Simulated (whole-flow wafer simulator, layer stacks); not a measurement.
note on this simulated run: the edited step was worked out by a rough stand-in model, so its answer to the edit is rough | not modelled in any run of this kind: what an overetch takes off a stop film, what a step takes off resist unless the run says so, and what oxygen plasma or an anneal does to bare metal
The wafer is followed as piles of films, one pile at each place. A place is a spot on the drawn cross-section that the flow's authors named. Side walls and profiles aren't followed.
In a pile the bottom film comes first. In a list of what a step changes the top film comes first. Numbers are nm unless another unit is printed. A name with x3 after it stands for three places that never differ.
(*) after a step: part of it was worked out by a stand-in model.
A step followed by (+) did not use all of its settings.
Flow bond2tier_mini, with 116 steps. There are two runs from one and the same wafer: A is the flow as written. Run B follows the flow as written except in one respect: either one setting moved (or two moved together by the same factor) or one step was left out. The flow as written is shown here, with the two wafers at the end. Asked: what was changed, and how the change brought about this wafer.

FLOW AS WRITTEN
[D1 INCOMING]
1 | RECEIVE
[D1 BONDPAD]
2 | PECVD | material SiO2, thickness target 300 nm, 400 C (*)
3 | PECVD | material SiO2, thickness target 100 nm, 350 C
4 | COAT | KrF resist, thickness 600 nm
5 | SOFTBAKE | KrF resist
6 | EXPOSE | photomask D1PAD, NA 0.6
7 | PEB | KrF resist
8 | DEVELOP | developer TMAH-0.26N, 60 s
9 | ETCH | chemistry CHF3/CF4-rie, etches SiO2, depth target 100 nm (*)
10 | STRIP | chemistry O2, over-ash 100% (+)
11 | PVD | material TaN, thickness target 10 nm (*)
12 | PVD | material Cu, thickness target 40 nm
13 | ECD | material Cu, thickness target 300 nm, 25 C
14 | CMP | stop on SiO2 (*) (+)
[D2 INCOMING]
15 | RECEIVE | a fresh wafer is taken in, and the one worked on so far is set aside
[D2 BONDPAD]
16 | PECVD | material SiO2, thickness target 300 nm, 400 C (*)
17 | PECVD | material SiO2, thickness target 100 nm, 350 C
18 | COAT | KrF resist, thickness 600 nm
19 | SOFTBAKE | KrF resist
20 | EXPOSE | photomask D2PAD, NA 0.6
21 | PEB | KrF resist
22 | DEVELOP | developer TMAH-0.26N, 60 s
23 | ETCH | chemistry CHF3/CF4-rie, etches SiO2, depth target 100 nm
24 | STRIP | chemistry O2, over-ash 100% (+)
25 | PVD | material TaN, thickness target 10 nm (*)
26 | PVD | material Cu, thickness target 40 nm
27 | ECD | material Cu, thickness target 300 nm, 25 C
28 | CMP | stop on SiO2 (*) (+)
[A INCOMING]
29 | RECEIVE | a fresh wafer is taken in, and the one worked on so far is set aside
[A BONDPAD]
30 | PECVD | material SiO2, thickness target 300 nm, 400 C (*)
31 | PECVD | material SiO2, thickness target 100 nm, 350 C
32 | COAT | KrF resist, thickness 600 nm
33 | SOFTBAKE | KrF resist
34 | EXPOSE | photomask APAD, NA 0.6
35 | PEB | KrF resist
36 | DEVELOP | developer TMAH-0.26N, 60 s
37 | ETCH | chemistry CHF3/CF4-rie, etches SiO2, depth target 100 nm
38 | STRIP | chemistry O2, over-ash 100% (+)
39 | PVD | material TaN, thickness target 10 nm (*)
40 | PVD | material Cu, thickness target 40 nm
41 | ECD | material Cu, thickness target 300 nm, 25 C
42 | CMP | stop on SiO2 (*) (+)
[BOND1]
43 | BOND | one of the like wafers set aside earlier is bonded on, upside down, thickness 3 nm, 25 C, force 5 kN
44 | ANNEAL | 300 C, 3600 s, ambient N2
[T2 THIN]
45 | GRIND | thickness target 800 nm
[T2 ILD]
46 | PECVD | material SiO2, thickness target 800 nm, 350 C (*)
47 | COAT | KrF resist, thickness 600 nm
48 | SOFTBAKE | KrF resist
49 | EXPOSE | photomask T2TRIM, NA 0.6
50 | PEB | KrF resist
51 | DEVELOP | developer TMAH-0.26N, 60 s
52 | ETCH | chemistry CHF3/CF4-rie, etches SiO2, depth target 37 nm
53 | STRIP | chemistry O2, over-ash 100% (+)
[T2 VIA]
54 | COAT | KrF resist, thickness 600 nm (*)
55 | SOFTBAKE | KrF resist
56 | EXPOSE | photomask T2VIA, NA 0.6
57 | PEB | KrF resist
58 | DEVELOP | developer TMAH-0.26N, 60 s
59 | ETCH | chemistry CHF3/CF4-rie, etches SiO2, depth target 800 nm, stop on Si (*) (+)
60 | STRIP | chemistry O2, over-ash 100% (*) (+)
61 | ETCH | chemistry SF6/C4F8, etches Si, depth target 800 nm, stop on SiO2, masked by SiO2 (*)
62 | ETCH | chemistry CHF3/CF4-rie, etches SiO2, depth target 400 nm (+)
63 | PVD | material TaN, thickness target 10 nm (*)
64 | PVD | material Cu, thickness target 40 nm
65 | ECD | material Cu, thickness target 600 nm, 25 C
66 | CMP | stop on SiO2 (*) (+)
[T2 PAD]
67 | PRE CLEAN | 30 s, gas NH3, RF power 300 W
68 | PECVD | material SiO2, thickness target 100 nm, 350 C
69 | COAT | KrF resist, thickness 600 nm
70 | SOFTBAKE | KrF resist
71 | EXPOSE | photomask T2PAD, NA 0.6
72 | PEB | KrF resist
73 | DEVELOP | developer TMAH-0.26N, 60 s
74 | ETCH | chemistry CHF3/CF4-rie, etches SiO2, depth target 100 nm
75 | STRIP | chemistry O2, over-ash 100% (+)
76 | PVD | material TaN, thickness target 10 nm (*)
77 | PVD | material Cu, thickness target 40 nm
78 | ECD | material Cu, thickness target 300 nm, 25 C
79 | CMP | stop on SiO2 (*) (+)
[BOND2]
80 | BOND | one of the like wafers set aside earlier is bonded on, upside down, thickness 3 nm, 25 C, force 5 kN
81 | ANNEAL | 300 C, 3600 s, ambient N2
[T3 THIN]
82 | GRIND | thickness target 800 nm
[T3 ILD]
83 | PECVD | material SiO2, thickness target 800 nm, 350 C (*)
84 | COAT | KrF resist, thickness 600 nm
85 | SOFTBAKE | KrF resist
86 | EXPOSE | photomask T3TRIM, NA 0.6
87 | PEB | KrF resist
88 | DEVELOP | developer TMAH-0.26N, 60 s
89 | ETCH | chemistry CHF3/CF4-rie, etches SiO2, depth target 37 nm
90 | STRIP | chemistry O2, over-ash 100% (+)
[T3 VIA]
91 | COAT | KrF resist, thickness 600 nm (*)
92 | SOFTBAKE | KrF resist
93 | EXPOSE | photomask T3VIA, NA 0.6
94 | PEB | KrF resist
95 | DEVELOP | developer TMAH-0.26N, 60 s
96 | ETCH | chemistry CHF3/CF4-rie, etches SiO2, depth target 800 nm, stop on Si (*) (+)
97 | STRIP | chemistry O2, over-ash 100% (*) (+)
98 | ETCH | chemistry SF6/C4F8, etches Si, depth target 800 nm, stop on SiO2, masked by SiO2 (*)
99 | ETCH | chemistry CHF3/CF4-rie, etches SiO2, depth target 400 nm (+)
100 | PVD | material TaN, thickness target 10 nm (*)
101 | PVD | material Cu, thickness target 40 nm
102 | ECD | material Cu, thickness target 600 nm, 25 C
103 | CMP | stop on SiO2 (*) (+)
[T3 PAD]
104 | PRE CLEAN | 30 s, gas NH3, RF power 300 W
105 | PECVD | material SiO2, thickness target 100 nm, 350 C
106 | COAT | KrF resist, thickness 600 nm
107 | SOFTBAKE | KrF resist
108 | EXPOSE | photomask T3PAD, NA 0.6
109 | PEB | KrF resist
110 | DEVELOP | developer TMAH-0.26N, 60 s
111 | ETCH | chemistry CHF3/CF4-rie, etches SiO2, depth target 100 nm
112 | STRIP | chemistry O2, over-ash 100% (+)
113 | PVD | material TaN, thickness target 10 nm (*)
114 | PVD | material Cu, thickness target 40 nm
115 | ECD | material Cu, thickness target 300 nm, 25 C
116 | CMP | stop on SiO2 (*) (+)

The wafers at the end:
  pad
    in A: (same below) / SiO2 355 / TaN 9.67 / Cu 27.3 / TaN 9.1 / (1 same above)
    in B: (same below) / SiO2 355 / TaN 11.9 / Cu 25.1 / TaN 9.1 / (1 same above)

What caused this: step 100, PVD: thickness target 12.3 nm was run, while the flow as written has thickness target 10 nm.

The path from the change to this, step by step:
  100 | PVD | material TaN, thickness target 10 nm (*)
      field: A TaN gains 10 (new film) | B TaN gains 12.3 (new film)
      pad: A TaN gains 9.67 (new film) | B TaN gains 11.9 (new film)
  103 | CMP | stop on SiO2 (*) (+)
      field: A Cu loses 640 (all of it), TaN loses 10 (all of it) | B Cu loses 640 (all of it), TaN loses 12.3 (all of it)
